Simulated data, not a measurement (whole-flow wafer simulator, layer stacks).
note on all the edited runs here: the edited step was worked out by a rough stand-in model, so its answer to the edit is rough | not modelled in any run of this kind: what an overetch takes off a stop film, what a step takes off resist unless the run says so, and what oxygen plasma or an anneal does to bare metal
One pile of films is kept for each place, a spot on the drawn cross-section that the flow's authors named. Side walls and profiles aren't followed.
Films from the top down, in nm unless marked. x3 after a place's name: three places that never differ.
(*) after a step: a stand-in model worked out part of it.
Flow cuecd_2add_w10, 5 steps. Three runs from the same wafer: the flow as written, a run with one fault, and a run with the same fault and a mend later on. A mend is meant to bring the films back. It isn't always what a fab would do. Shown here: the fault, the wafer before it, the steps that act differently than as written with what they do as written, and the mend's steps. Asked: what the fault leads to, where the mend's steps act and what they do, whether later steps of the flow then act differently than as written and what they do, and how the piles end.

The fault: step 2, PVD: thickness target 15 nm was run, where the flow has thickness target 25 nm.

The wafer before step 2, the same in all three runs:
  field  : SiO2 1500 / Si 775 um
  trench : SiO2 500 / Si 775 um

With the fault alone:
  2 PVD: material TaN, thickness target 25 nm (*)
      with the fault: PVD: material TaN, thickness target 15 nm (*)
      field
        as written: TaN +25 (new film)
        with the fault: TaN +15 (new film)
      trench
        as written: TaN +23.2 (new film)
        with the fault: TaN +13.9 (new film)
  No later step of the flow acts differently than as written at any place that is followed.
  At the end the piles differ from the flow's by more than 2% or 0.5 nm, whichever is larger, at field, trench.
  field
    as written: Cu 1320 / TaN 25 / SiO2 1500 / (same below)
    with the fault: Cu 1320 / TaN 15 / SiO2 1500 / (same below)
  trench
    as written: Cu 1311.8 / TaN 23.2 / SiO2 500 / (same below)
    with the fault: Cu 1311.8 / TaN 13.9 / SiO2 500 / (same below)

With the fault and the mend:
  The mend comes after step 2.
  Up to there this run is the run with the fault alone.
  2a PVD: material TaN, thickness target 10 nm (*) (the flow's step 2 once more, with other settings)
      field
        TaN +10
      trench
        TaN +9.27
  No later step of the flow acts differently than as written at any place that is followed.
  At the end the piles are the same as the flow's at every place that both follow.
